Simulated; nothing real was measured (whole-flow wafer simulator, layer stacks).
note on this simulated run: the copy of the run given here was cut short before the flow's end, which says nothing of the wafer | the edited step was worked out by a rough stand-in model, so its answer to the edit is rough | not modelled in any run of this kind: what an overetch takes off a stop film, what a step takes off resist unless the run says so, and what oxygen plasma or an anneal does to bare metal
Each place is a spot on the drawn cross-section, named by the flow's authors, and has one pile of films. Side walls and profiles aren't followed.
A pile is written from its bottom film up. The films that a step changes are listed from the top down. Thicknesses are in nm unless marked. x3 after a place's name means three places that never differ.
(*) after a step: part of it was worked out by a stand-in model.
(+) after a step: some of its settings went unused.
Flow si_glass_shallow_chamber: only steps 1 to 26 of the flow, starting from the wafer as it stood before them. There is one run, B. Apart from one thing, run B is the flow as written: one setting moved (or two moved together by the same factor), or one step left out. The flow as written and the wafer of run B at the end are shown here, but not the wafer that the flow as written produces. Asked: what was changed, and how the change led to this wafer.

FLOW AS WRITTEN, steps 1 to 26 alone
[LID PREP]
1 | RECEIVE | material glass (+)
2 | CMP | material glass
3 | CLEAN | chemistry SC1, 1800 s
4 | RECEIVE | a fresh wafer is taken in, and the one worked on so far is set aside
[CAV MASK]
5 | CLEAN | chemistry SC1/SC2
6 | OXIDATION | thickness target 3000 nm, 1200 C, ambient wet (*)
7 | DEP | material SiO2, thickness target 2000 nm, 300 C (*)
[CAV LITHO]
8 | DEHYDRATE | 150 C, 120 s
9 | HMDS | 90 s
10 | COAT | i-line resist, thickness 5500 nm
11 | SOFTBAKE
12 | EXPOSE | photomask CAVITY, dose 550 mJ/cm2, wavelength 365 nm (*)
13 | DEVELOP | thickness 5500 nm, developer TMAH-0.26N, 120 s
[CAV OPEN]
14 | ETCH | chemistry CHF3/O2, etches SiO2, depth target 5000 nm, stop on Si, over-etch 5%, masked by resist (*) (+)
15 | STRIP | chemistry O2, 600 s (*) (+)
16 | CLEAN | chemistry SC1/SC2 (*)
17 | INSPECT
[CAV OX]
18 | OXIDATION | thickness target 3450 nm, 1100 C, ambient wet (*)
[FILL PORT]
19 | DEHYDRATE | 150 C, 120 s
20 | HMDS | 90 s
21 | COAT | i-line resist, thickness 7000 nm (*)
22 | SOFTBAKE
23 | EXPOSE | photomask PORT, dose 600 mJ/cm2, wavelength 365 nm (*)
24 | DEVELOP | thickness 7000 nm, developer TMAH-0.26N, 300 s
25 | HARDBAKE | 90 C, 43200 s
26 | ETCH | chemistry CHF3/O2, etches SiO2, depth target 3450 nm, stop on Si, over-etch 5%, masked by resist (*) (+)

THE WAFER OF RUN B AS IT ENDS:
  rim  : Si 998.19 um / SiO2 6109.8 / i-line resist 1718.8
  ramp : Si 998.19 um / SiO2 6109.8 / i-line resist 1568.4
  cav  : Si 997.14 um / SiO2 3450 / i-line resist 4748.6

The reason: step 14, ETCH: over-etch 2.38% was run, whereas the flow has over-etch 5%.

The path from the change to this, step by step:
  14 | ETCH | chemistry CHF3/O2, etches SiO2, depth target 5000 nm, stop on Si, over-etch 5%, masked by resist (*) (+)
      rim, ramp, septum, ring: i-line resist loses 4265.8 (it would be, as written: i-line resist loses 4375)
      cav, port: SiO2 loses 5000 (all of it), Si loses 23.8 (it would be, as written: SiO2 loses 5000 (all of it), Si loses 50)
  15 | STRIP | chemistry O2, 600 s (*) (+)
      rim, ramp, septum, ring: i-line resist loses 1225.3 (all of it) (it would be, as written: i-line resist loses 1116.2 (all of it))
